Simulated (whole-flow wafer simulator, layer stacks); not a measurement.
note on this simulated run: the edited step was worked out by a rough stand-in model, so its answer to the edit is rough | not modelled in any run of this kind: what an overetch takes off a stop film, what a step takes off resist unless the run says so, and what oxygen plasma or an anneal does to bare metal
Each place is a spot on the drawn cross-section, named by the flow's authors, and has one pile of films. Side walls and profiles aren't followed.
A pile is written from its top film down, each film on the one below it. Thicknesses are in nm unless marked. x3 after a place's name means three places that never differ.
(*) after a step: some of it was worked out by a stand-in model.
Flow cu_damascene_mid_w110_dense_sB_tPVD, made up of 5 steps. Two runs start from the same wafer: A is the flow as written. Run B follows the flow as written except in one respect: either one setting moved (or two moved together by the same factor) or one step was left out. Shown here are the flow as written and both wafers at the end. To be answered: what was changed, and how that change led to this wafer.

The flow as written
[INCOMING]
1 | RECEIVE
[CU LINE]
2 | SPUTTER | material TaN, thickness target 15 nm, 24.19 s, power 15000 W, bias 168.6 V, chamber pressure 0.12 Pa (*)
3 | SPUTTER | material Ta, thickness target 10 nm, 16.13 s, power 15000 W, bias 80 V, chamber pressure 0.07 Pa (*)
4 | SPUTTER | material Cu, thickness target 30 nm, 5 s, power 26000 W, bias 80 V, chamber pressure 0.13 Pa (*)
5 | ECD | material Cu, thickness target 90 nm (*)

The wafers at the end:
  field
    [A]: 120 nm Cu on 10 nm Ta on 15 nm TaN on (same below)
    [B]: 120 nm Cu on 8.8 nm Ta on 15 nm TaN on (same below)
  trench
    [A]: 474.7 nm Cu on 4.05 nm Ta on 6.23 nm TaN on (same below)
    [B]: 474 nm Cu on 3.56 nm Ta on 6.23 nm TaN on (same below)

The reason: step 3, SPUTTER: thickness target 8.8 nm was run, whereas the flow has thickness target 10 nm; step 3, SPUTTER: 14.28 s was run, where the flow has 16.13 s.
The wafer itself shows it: field has Ta 8.8, and step 3 as written asks for 10 nm.

The path from the change to this, step by step:
  3 | SPUTTER | material Ta, thickness target 10 nm, 16.13 s, power 15000 W, bias 80 V, chamber pressure 0.07 Pa (*)
      field: A Ta gains 10 (new film) | B Ta gains 8.8 (new film)
